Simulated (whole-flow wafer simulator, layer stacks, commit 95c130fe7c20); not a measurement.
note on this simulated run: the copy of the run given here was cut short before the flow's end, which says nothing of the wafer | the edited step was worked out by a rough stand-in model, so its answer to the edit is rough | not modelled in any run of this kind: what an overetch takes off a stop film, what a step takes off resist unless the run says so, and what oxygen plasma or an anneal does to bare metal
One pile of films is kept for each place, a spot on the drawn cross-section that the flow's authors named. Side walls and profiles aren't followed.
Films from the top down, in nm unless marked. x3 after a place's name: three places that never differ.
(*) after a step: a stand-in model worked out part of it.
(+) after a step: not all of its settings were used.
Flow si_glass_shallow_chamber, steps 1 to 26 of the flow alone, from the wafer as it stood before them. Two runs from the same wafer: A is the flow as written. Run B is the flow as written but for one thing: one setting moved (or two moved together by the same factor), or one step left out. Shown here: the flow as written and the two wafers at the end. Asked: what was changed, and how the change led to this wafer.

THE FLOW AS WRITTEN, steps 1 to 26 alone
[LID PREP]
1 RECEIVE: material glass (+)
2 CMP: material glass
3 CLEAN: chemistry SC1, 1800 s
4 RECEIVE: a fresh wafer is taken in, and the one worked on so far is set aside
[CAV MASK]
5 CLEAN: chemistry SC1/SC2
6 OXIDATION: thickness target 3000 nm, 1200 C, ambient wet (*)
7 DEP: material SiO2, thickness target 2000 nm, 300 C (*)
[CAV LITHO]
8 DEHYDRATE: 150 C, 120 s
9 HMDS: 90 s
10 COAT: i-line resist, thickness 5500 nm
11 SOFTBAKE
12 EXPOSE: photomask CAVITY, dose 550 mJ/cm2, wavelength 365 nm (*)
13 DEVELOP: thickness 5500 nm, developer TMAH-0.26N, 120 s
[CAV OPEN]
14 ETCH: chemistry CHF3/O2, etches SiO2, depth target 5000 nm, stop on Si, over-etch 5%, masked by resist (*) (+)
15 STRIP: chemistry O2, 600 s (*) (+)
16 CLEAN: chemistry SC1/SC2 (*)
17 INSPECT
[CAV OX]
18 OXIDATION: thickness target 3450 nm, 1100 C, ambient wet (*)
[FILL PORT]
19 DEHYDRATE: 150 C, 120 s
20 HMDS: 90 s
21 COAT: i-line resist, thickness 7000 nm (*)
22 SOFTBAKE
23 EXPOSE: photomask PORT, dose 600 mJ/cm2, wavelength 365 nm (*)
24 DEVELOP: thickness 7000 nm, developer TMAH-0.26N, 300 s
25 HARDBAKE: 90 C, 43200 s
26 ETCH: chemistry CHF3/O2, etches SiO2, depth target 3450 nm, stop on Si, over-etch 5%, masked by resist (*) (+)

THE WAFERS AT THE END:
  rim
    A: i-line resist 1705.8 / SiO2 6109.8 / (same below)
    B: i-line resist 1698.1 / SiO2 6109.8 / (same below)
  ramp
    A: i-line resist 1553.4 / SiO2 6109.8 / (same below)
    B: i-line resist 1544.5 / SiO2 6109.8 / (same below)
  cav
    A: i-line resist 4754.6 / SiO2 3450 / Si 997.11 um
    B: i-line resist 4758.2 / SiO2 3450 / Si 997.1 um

The cause: step 14, ETCH: over-etch 6.56% was run, where the flow has over-etch 5%.

How the change led to this, step by step:
  14 ETCH: chemistry CHF3/O2, etches SiO2, depth target 5000 nm, stop on Si, over-etch 5%, masked by resist (*) (+)
      cav, port: A SiO2 -5000 (all of it), Si -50 | B SiO2 -5000 (all of it), Si -65.6
  15 STRIP: chemistry O2, 600 s (*) (+)
      rim, ramp, septum, ring: A i-line resist -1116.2 (all of it) | B i-line resist -1051.2 (all of it)
